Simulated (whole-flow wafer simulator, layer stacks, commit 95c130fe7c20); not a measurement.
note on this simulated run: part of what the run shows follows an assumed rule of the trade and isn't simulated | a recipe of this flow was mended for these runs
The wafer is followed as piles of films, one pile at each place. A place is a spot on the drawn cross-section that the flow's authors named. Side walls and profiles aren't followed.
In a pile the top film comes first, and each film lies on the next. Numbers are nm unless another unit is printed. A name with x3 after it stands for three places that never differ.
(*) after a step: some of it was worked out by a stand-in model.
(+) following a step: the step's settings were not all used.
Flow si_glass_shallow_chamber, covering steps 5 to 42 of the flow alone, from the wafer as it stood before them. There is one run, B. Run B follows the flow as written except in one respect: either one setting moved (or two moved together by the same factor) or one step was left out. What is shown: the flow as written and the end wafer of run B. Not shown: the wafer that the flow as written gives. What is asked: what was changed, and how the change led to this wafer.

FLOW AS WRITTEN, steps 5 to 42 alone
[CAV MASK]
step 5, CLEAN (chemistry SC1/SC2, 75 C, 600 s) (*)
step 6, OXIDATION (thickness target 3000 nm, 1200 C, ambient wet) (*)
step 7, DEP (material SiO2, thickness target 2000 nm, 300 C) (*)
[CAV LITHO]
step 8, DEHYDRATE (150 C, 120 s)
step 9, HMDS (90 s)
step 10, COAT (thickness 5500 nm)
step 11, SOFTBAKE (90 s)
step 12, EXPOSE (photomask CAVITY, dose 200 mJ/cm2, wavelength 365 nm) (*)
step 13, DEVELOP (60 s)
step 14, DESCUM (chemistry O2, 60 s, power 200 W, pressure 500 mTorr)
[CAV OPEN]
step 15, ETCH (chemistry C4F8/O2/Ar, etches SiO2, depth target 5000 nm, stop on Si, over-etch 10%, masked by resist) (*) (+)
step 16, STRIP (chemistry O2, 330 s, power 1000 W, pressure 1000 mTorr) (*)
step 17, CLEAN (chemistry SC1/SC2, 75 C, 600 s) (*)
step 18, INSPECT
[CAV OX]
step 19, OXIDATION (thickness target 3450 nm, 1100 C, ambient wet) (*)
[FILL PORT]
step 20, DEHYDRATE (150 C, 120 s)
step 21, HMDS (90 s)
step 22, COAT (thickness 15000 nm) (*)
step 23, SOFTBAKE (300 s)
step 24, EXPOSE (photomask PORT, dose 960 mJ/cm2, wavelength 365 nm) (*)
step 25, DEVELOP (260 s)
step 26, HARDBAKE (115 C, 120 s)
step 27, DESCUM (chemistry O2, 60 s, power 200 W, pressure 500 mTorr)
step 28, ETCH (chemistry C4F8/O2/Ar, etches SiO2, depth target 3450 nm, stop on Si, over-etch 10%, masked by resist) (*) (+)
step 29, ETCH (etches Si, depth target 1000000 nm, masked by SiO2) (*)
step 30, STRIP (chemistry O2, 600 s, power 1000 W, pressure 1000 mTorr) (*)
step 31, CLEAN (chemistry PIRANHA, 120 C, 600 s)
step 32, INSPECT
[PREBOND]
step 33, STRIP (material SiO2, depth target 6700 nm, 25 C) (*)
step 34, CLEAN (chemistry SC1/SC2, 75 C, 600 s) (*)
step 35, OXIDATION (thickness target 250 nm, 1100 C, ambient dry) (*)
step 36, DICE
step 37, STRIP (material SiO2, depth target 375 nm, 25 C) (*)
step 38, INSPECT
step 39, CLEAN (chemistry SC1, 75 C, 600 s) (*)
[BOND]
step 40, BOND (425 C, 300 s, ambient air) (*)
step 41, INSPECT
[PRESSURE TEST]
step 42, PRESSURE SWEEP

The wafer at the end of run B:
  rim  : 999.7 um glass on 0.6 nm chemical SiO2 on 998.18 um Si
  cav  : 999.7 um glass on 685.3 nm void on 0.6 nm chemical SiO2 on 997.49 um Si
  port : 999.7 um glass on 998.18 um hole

The reason: step 7, DEP: thickness target 3800 nm was run, though the flow has thickness target 2000 nm.

Step by step, how the change led to this:
  step 7, DEP (material SiO2, thickness target 2000 nm, 300 C) (*)
      rim, ramp, cav, port, septum, ring: +3800 SiO2 (in the flow as written it would be: +2000 SiO2)
  step 15, ETCH (chemistry C4F8/O2/Ar, etches SiO2, depth target 5000 nm, stop on Si, over-etch 10%, masked by resist) (*) (+)
      cav, port: -5500 SiO2 (in the flow as written it would be: -5000 SiO2 (all of it), -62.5 Si)
  step 16, STRIP (chemistry O2, 330 s, power 1000 W, pressure 1000 mTorr) (*)
      cav, port: nothing (in the flow as written it would be: +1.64 chemical SiO2 (new film), -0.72 Si)
  step 17, CLEAN (chemistry SC1/SC2, 75 C, 600 s) (*)
      cav, port: -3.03 SiO2 (in the flow as written it would be: -1.04 chemical SiO2, -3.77 Si)
  step 19, OXIDATION (thickness target 3450 nm, 1100 C, ambient wet) (*)
      cav, port: +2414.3 SiO2, -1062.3 Si (in the flow as written it would be: +3450 SiO2 (new film), -0.6 chemical SiO2 (all of it), -1517.7 Si)
      rim, ramp, septum, ring: +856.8 SiO2, -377 Si (in the flow as written it would be: +1110.9 SiO2, -488.8 Si)
  step 22, COAT (thickness 15000 nm) (*)
      rim: +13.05 um thick-i-line-resist (new film) (in the flow as written it would be: +13.4 um thick-i-line-resist (new film))
      ramp: +12.42 um thick-i-line-resist (new film) (in the flow as written it would be: +12.89 um thick-i-line-resist (new film))
      (and at 4 other places as well)
  step 23, SOFTBAKE (300 s)
      rim: -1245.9 thick-i-line-resist (in the flow as written it would be: -997 thick-i-line-resist)
      ramp: -621.3 thick-i-line-resist (in the flow as written it would be: -487.1 thick-i-line-resist)
      (and at 4 other places as well)
  step 25, DEVELOP (260 s)
      port: -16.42 um thick-i-line-resist (all of it) (in the flow as written it would be: -16.16 um thick-i-line-resist (all of it))
  step 26, HARDBAKE (115 C, 120 s)
      rim, ramp: -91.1 thick-i-line-resist (in the flow as written it would be: -98.2 thick-i-line-resist)
      cav: -150.8 thick-i-line-resist (in the flow as written it would be: -147.1 thick-i-line-resist)
  step 28, ETCH (chemistry C4F8/O2/Ar, etches SiO2, depth target 3450 nm, stop on Si, over-etch 10%, masked by resist) (*) (+)
      port: -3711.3 SiO2 (all of it), -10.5 Si (in the flow as written it would be: -3450 SiO2 (all of it), -43.1 Si)
  step 29, ETCH (etches Si, depth target 1000000 nm, masked by SiO2) (*)
      rim, ramp: -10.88 um thick-i-line-resist (all of it), -1935.9 SiO2 (in the flow as written it would be: -11.47 um thick-i-line-resist (all of it), -1617.3 SiO2)
      port: +997.6 um hole (new film), -997.6 um Si (all of it) (in the flow as written it would be: +997.05 um hole (new film), -997.05 um Si (all of it))
      (and at 2 other places as well)
  step 30, STRIP (chemistry O2, 600 s, power 1000 W, pressure 1000 mTorr) (*)
      cav: -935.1 thick-i-line-resist (all of it) (in the flow as written it would be: -669.6 thick-i-line-resist (all of it))
  step 33, STRIP (material SiO2, depth target 6700 nm, 25 C) (*)
      rim, ramp: -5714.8 SiO2 (all of it) (in the flow as written it would be: -4487.5 SiO2 (all of it))
      cav: -3711.3 SiO2 (all of it) (in the flow as written it would be: -3450 SiO2 (all of it))
      (and at 2 other places as well)
  step 40, BOND (425 C, 300 s, ambient air) (*)
      cav: +999.7 um glass (new film), +685.3 void (new film) (in the flow as written it would be: +999.7 um glass (new film), +1095.9 void (new film))
      port: +999.7 um glass (new film), +574 hole (in the flow as written it would be: +999.7 um glass (new film), +1017.3 hole)
